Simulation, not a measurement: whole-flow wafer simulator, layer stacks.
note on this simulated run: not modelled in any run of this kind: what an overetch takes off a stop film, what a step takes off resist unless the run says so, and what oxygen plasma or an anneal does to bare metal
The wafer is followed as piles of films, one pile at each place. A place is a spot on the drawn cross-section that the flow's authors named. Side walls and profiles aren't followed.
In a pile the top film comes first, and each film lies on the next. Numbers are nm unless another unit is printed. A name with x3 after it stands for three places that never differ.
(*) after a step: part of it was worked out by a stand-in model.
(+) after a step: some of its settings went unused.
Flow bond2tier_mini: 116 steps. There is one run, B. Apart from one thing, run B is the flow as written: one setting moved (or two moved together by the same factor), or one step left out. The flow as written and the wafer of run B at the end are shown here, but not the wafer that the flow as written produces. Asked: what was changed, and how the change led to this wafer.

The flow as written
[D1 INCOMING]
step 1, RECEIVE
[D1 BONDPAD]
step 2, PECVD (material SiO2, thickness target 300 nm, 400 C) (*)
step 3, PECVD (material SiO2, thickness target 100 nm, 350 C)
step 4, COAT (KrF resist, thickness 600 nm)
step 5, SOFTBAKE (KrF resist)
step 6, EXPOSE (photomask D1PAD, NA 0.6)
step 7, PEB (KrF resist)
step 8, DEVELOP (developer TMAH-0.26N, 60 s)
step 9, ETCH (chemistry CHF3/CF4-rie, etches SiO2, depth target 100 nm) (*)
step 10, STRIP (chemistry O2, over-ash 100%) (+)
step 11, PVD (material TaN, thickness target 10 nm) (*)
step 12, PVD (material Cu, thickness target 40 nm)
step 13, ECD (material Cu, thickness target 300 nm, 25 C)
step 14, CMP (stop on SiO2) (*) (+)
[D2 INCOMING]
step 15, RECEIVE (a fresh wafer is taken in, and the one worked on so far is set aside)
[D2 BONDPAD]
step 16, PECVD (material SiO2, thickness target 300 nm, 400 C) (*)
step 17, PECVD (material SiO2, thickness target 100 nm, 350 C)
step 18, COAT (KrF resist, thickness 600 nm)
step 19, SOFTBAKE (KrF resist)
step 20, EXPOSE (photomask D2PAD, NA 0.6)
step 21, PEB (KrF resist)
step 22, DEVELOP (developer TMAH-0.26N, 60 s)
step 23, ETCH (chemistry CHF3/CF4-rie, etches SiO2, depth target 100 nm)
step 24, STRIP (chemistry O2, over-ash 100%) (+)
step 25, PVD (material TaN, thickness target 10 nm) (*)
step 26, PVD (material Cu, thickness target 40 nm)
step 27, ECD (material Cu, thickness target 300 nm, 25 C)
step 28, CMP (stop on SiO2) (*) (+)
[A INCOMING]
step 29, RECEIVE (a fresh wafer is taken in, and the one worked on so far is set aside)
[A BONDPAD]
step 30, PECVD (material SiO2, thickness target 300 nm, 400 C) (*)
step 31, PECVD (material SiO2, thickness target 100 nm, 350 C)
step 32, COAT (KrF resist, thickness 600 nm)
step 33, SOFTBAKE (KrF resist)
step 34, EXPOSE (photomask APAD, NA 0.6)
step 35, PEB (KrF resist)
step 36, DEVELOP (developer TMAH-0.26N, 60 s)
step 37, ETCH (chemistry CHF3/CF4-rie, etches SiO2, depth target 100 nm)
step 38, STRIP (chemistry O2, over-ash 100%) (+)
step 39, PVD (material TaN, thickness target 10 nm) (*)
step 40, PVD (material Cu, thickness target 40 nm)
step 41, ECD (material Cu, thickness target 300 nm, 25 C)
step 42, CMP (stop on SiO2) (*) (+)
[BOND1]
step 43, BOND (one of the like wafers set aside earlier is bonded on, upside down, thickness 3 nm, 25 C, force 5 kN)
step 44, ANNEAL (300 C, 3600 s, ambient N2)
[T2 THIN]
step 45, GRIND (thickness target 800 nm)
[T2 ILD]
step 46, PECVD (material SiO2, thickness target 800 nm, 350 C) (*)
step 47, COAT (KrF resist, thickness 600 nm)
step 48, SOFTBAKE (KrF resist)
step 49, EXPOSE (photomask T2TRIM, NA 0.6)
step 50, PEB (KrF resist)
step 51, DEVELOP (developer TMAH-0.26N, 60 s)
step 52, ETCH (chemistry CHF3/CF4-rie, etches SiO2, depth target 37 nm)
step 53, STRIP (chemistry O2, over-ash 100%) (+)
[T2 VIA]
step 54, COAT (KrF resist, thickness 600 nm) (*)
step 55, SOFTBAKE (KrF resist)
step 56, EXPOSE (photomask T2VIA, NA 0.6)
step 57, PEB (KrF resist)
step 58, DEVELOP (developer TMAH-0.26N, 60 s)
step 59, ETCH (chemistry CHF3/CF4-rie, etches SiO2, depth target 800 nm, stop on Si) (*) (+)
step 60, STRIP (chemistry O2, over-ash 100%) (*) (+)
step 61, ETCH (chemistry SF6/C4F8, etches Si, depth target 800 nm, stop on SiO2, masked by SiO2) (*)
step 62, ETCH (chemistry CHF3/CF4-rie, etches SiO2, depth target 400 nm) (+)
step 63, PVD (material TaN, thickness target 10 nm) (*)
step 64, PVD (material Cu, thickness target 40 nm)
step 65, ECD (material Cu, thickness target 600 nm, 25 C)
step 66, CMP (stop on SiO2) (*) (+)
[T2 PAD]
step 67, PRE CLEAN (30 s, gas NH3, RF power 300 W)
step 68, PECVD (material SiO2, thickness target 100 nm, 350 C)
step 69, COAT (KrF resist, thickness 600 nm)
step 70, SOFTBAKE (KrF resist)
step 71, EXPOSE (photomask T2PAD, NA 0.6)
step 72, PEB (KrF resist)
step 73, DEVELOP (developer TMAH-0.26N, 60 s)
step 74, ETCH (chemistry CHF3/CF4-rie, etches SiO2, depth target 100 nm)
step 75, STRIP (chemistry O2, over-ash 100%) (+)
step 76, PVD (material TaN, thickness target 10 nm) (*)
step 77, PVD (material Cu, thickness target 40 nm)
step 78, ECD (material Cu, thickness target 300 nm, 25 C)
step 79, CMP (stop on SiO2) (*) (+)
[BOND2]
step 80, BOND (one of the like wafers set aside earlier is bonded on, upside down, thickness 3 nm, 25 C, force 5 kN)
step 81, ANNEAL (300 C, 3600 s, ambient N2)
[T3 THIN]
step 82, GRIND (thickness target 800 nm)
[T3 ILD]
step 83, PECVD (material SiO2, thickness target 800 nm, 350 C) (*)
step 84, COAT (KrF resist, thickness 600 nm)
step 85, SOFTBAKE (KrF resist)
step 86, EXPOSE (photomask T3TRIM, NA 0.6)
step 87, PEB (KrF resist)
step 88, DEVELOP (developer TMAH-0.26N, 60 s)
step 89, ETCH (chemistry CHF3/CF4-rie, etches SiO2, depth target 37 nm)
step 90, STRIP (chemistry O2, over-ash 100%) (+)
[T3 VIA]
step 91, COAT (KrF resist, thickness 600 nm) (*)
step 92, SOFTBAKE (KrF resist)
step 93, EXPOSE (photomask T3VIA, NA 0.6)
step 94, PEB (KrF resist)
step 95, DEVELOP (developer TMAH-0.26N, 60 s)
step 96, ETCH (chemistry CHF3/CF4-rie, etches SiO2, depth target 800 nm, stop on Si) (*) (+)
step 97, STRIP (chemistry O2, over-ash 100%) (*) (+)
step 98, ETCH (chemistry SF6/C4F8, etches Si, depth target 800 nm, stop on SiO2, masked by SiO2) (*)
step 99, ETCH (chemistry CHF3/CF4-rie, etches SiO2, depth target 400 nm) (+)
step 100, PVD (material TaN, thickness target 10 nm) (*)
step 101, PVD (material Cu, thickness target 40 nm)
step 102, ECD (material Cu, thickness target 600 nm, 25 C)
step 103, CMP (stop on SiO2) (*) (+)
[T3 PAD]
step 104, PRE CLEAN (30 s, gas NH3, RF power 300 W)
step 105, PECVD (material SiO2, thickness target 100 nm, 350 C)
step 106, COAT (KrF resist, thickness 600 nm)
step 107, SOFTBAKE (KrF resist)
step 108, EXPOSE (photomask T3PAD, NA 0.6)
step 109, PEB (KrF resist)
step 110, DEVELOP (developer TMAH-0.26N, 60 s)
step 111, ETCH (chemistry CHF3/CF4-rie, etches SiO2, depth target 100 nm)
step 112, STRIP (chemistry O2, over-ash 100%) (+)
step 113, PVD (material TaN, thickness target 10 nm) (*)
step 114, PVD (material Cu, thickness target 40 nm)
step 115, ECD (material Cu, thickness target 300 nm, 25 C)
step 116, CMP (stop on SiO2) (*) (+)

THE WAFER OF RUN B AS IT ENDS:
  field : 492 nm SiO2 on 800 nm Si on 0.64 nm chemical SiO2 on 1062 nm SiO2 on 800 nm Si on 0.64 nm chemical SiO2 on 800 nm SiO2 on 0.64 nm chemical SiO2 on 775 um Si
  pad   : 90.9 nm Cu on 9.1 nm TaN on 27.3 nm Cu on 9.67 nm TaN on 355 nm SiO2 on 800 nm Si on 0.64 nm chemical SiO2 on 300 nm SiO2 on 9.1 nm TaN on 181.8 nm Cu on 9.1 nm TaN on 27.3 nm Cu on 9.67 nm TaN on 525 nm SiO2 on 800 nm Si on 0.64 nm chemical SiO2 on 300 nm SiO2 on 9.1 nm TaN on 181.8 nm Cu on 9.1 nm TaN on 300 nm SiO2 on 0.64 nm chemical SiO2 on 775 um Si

Cause: step 62, ETCH: depth target 230 nm was run, while the flow as written has depth target 400 nm.

Step by step, how the change led to this:
  step 62, ETCH (chemistry CHF3/CF4-rie, etches SiO2, depth target 400 nm) (+)
      field, pad: -230 SiO2 (in the flow as written it would be: -400 SiO2)
